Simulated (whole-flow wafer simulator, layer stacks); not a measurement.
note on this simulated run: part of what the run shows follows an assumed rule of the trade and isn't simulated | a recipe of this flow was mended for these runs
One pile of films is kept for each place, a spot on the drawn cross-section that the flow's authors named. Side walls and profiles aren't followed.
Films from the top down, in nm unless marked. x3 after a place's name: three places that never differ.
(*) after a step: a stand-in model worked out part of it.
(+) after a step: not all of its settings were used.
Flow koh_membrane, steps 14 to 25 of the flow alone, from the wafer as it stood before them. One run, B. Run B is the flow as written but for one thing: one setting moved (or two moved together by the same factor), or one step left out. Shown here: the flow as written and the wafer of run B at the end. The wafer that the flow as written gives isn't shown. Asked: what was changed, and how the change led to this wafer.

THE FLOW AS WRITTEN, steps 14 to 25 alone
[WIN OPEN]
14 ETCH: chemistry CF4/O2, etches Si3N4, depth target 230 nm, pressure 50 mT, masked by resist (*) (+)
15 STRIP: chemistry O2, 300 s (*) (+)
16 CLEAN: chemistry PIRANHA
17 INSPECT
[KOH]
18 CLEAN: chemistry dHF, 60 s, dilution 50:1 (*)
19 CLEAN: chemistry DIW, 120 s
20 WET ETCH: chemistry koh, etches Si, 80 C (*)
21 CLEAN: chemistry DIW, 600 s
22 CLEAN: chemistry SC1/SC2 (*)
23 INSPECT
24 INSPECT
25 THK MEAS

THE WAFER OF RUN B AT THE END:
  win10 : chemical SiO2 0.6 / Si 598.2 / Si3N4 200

The cause: step 14, ETCH: depth target 263 nm was run, where the flow has depth target 230 nm.

How the change led to this, step by step:
  14 ETCH: chemistry CF4/O2, etches Si3N4, depth target 230 nm, pressure 50 mT, masked by resist (*) (+)
      win20 x4, win10: Si3N4 -200 (all of it), chemical SiO2 -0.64 (all of it), Si -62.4 (as written it would be: Si3N4 -200 (all of it), chemical SiO2 -0.64 (all of it), Si -29.4)
      field: i-line-resist -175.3 (as written it would be: i-line-resist -153.3)
  15 STRIP: chemistry O2, 300 s (*) (+)
      field: i-line-resist -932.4 (all of it) (as written it would be: i-line-resist -954.4 (all of it))
